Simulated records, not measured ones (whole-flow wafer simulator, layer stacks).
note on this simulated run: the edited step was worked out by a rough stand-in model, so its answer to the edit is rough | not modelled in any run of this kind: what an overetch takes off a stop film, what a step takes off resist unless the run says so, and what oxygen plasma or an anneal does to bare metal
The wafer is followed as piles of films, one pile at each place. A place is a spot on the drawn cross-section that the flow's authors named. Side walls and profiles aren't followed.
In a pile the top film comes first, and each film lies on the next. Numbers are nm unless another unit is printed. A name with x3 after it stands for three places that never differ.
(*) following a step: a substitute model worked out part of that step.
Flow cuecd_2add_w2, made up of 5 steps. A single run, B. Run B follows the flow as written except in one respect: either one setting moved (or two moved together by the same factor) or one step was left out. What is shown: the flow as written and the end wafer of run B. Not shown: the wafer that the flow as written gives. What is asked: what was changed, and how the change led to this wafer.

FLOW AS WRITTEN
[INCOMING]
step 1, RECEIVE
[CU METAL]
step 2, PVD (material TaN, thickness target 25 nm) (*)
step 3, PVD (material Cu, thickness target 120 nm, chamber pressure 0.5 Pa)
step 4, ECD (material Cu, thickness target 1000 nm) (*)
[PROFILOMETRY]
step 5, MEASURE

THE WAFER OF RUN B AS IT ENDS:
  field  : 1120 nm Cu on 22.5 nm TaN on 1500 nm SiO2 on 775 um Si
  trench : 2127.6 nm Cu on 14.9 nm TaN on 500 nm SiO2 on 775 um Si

What caused this: step 2, PVD: thickness target 22.5 nm was run, though the flow has thickness target 25 nm.
The wafer itself shows it: field has TaN 22.5, and step 2 as written asks for 25 nm.

The path from the change to this, step by step:
  step 2, PVD (material TaN, thickness target 25 nm) (*)
      field: +22.5 TaN (new film) (in the flow as written it would be: +25 TaN (new film))
      trench: +14.9 TaN (new film) (in the flow as written it would be: +16.6 TaN (new film))
